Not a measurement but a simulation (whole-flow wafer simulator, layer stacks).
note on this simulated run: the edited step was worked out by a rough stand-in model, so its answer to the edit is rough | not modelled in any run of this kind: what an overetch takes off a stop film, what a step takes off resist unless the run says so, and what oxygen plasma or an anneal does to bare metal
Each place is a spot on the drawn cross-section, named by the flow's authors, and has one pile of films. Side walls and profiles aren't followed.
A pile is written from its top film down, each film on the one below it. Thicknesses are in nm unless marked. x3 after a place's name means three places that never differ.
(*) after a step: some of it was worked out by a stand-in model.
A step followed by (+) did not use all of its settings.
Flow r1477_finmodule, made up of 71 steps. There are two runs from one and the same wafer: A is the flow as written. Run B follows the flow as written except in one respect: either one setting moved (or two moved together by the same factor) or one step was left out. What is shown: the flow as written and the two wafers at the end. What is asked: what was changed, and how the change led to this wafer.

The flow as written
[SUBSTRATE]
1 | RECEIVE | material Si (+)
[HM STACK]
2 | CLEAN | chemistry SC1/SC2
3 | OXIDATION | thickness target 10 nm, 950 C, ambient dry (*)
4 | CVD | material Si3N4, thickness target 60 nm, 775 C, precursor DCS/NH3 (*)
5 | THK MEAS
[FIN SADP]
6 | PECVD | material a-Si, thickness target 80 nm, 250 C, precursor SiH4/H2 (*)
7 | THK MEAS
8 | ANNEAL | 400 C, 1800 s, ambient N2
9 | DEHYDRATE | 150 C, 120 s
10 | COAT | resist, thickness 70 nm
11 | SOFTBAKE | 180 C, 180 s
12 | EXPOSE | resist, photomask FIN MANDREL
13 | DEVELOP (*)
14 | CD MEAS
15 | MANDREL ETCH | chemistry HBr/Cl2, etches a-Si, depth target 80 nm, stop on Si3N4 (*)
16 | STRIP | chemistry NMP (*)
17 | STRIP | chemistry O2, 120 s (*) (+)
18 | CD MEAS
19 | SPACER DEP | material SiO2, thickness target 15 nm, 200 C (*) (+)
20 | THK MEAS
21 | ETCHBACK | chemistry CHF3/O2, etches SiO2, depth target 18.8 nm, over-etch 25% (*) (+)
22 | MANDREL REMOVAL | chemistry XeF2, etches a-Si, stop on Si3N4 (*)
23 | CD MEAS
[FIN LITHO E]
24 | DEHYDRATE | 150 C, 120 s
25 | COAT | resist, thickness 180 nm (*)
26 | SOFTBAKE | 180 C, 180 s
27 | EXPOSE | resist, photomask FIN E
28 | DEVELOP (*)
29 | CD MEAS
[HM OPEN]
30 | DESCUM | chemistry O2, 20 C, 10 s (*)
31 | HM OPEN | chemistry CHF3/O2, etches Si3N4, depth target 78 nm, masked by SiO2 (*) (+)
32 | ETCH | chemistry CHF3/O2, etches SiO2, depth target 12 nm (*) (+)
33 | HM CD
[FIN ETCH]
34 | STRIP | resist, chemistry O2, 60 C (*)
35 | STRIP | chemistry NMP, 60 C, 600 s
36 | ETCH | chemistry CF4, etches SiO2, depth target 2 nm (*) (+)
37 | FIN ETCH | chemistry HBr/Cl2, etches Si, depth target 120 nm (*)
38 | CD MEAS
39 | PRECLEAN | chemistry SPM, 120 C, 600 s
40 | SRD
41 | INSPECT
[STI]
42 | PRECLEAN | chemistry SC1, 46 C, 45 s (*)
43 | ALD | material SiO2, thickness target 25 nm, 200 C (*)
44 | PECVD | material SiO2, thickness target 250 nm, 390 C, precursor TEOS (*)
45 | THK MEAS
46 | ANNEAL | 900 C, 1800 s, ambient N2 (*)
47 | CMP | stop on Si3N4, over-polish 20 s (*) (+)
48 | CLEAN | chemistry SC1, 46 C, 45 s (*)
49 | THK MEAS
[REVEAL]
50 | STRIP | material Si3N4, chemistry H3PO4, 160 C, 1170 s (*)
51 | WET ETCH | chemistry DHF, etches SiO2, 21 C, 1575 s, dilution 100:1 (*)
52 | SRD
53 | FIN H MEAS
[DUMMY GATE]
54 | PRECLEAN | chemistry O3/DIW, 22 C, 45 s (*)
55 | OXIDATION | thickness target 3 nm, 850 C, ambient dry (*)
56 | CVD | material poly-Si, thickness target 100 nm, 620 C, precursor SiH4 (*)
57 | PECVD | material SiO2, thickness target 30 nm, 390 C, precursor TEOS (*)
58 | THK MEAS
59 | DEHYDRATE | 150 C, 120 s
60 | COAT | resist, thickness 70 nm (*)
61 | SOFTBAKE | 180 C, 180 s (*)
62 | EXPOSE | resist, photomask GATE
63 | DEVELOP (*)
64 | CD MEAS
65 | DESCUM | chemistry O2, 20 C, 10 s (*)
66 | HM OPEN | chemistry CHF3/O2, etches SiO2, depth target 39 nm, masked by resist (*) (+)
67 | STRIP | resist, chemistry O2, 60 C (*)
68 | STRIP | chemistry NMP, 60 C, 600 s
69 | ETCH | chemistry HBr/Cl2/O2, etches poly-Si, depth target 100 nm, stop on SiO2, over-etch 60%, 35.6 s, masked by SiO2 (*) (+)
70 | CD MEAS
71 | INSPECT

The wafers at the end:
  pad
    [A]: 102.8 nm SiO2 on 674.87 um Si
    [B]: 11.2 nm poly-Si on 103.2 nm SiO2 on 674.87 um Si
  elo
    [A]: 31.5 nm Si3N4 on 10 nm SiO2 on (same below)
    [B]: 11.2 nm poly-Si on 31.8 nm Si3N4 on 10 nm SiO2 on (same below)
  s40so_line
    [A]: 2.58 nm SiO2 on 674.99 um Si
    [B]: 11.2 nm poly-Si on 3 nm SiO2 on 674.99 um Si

What caused this: step 69, ETCH: depth target 54 nm was run, though the flow has depth target 100 nm; step 69, ETCH: 19.2 s was run, where the flow has 35.6 s.

The path from the change to this, step by step:
  69 | ETCH | chemistry HBr/Cl2/O2, etches poly-Si, depth target 100 nm, stop on SiO2, over-etch 60%, 35.6 s, masked by SiO2 (*) (+)
      pad, eso, e40so and 8 more: A -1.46 chemical SiO2 (all of it), -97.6 poly-Si (all of it), -0.42 SiO2 | B -1.46 chemical SiO2 (all of it), -86.4 poly-Si
      elo, e40lo, e100lo, e200lo: A -1.46 chemical SiO2 (all of it), -97.6 poly-Si (all of it), -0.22 Si3N4 | B -1.46 chemical SiO2 (all of it), -86.4 poly-Si
      (as well as at 21 more places)
